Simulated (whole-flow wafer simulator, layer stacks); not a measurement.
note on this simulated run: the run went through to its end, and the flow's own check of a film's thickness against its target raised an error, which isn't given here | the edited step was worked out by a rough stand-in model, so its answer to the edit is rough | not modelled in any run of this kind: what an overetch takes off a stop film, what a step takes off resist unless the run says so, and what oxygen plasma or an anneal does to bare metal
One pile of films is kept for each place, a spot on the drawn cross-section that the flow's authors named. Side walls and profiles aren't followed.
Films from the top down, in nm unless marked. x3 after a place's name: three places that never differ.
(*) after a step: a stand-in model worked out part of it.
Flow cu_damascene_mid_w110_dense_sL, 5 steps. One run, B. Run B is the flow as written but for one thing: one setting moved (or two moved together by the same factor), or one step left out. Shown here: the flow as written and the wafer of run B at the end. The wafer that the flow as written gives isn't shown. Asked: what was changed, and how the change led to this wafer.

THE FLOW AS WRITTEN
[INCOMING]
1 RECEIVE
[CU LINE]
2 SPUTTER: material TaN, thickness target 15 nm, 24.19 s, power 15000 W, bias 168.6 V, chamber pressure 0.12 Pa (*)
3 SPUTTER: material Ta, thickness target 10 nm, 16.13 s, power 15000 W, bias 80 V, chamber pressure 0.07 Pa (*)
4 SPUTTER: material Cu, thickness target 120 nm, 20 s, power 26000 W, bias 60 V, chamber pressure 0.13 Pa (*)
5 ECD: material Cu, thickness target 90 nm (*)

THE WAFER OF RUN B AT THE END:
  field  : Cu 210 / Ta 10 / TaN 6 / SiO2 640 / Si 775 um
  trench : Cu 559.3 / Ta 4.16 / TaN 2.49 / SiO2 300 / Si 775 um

The cause: step 2, SPUTTER: thickness target 6 nm was run, where the flow has thickness target 15 nm; step 2, SPUTTER: 9.68 s was run, where the flow has 24.19 s.
It can be read off the wafer: field has TaN 6, and step 2 as written asks for 15 nm.

How the change led to this, step by step:
  2 SPUTTER: material TaN, thickness target 15 nm, 24.19 s, power 15000 W, bias 168.6 V, chamber pressure 0.12 Pa (*)
      field: TaN +6 (new film) (as written it would be: TaN +15 (new film))
      trench: TaN +2.49 (new film) (as written it would be: TaN +6.23 (new film))
  4 SPUTTER: material Cu, thickness target 120 nm, 20 s, power 26000 W, bias 60 V, chamber pressure 0.13 Pa (*)
      trench: Cu +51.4 (new film) (as written it would be: Cu +49.9 (new film))
